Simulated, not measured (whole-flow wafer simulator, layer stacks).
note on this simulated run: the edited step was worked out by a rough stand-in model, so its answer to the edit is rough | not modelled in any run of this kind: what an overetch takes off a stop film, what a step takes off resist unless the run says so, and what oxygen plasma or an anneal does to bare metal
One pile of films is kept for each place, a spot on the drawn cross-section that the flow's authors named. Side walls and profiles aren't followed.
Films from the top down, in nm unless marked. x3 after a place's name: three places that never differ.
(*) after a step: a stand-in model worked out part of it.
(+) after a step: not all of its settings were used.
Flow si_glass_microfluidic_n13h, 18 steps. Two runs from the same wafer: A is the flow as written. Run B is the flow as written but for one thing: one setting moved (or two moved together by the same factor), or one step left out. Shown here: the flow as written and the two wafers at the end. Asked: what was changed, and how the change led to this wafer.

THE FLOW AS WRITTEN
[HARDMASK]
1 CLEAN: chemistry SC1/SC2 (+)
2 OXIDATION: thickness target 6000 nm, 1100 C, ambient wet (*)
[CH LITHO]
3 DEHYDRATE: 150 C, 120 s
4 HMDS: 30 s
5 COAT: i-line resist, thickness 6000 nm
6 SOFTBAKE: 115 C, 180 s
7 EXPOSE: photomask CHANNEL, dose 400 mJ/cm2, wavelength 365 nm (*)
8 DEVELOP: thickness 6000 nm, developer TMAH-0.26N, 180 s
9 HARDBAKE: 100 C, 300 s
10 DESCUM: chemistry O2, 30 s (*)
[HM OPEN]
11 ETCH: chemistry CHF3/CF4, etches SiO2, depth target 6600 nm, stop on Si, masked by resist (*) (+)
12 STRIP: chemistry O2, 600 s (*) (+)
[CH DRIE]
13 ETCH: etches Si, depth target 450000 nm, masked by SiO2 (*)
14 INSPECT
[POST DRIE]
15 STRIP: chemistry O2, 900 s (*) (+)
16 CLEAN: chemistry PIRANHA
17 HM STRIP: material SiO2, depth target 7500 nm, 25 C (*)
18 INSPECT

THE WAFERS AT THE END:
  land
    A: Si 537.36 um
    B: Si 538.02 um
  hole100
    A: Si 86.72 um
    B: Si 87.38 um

The cause: step 2, OXIDATION: thickness target 4500 nm was run, where the flow has thickness target 6000 nm.

How the change led to this, step by step:
  2 OXIDATION: thickness target 6000 nm, 1100 C, ambient wet (*)
      land, hole100: A SiO2 +6000 (new film), chemical SiO2 -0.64 (all of it), Si -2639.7 | B SiO2 +4500 (new film), chemical SiO2 -0.64 (all of it), Si -1979.7
  11 ETCH: chemistry CHF3/CF4, etches SiO2, depth target 6600 nm, stop on Si, masked by resist (*) (+)
      hole100: A SiO2 -6000 (all of it) | B SiO2 -4500 (all of it)
  17 HM STRIP: material SiO2, depth target 7500 nm, 25 C (*)
      land: A SiO2 -2995.7 (all of it) | B SiO2 -1495.7 (all of it)
